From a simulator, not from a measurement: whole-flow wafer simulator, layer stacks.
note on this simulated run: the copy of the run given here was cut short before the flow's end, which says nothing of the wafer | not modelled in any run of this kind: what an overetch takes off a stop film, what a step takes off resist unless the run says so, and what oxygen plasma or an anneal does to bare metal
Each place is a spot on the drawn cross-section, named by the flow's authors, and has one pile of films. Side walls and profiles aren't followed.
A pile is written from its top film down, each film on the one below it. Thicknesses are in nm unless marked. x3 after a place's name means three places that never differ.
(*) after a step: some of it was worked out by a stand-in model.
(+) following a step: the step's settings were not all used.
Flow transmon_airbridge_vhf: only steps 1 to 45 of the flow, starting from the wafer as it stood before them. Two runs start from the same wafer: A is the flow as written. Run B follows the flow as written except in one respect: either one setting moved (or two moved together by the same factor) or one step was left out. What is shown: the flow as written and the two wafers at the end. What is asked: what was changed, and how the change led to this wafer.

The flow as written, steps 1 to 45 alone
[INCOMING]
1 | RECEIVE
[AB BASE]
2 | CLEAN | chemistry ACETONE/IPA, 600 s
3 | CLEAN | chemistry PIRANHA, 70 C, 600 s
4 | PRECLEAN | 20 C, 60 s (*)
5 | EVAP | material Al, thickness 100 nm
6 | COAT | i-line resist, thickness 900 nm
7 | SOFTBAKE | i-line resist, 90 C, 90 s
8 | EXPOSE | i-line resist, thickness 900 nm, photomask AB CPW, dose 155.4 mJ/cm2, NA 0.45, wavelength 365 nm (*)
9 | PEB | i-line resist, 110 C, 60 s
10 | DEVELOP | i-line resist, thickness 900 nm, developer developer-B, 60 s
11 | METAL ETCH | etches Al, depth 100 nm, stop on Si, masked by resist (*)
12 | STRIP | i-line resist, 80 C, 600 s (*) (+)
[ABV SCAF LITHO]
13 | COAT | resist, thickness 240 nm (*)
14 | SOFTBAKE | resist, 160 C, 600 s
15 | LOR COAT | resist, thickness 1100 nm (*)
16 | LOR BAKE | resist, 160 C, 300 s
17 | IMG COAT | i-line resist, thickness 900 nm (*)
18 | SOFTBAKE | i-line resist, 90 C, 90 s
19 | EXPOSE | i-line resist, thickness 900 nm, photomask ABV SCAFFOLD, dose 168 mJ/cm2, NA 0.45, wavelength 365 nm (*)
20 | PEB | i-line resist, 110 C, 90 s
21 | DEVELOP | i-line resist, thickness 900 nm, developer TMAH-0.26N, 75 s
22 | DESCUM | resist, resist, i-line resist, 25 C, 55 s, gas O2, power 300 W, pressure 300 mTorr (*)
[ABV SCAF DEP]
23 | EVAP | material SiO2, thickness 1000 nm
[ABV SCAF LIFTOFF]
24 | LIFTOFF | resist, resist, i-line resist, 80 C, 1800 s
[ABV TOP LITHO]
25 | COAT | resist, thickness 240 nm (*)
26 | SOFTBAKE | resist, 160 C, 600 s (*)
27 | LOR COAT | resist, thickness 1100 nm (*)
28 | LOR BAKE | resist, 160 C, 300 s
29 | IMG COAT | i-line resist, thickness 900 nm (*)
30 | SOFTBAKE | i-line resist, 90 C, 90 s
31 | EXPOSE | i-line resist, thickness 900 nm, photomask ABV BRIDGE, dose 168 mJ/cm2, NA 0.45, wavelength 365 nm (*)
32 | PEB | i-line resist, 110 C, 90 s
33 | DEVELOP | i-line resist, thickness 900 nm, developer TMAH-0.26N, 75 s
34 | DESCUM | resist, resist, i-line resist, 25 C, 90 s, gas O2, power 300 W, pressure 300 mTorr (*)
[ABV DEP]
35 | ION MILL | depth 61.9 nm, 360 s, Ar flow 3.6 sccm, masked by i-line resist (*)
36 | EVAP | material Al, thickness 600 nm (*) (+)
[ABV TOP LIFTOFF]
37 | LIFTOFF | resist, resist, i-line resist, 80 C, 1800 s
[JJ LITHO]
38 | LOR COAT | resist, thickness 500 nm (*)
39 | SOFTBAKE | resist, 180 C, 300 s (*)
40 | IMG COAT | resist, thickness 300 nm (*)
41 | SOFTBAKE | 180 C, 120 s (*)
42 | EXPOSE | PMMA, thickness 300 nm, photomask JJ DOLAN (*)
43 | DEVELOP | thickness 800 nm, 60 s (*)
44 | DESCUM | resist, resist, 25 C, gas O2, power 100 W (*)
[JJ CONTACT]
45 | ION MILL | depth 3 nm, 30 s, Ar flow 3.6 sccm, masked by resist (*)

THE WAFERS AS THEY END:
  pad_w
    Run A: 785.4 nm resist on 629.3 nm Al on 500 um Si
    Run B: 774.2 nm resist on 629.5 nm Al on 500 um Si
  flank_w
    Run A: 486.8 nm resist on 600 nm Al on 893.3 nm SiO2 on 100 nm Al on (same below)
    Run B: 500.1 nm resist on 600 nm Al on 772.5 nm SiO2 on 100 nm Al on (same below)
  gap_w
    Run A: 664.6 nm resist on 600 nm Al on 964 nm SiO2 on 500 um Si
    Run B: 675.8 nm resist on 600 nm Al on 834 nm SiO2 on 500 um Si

Cause: step 23, EVAP: thickness 870 nm was run, though the flow has thickness 1000 nm.

Step by step, how the change led to this:
  23 | EVAP | material SiO2, thickness 1000 nm
      field x3, jj_line, ground_far and 10 more: A SiO2 gains 1000 (new film) | B SiO2 gains 870 (new film)
      flank_w, flank_e: A SiO2 gains 929.3 (new film) | B SiO2 gains 808.5 (new film)
  24 | LIFTOFF | resist, resist, i-line resist, 80 C, 1800 s
      field x3, jj_line, trace_open_s x2: A SiO2 loses 1000 (all of it), i-line resist loses 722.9 (all of it), resist loses 1340 (all of it) | B SiO2 loses 870 (all of it), i-line resist loses 722.9 (all of it), resist loses 1340 (all of it)
      pad_w, pad_e: A SiO2 loses 1000 (all of it), i-line resist loses 718 (all of it), resist loses 1330.2 (all of it) | B SiO2 loses 870 (all of it), i-line resist loses 718 (all of it), resist loses 1330.2 (all of it)
      (and at 1 other place as well)
  25 | COAT | resist, thickness 240 nm (*)
      flank_w, flank_e: A resist gains 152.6 (new film) | B resist gains 156.8 (new film)
      gap_w, gap_e: A resist gains 210.7 (new film) | B resist gains 216.3 (new film)
      (and at 5 other places as well)
  27 | LOR COAT | resist, thickness 1100 nm (*)
      margin_s, margin_n: A resist gains 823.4 | B resist gains 854.4
      flank_w: A resist gains 822.6 | B resist gains 854.3
      (and at 2 other places as well)
  29 | IMG COAT | i-line resist, thickness 900 nm (*)
      gap_w, gap_e: A i-line resist gains 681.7 (new film) | B i-line resist gains 712.9 (new film)
      margin_s, margin_n: A i-line resist gains 603.2 (new film) | B i-line resist gains 644.4 (new film)
      (and at 4 other places as well)
  32 | PEB | i-line resist, 110 C, 90 s
      flank_w, flank_e: A i-line resist loses 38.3 | B i-line resist loses 39.6
      gap_w, gap_e: A i-line resist loses 34.7 | B i-line resist loses 36.4
      (and at 4 other places as well)
  33 | DEVELOP | i-line resist, thickness 900 nm, developer TMAH-0.26N, 75 s
      gap_w, gap_e: A i-line resist loses 646.9 (all of it), resist loses 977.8 | B i-line resist loses 676.5 (all of it), resist loses 995.6
      flank_w: A i-line resist loses 710.9 (all of it), resist loses 822.6 | B i-line resist loses 734.9 (all of it), resist loses 854.3
      (and at 3 other places as well)
  34 | DESCUM | resist, resist, i-line resist, 25 C, 90 s, gas O2, power 300 W, pressure 300 mTorr (*)
      flank_w, flank_e: A resist loses 152.6 (all of it) | B resist loses 156.8 (all of it)
      gap_w, gap_e: A resist loses 210.7 (all of it) | B resist loses 216.3 (all of it)
      (and at 3 other places as well)
  37 | LIFTOFF | resist, resist, i-line resist, 80 C, 1800 s
      margin_s, margin_n: A Al loses 600 (all of it), i-line resist loses 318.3 (all of it), resist loses 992 (all of it) | B Al loses 600 (all of it), i-line resist loses 357.4 (all of it), resist loses 1030.5 (all of it)
      ground_far: A Al loses 600 (all of it), i-line resist loses 717.9 (all of it), resist loses 1384.9 (all of it) | B Al loses 600 (all of it), i-line resist loses 701.7 (all of it), resist loses 1380.6 (all of it)
  38 | LOR COAT | resist, thickness 500 nm (*)
      flank_w, flank_e: A resist gains 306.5 (new film) | B resist gains 315.7 (new film)
      margin_s, margin_n: A resist gains 445.3 (new film) | B resist gains 455.1 (new film)
  40 | IMG COAT | resist, thickness 300 nm (*)
      gap_w, gap_e: A resist gains 245.7 | B resist gains 251.2
      margin_s, margin_n: A resist gains 248.7 | B resist gains 256.6
      (and at 1 other place as well)
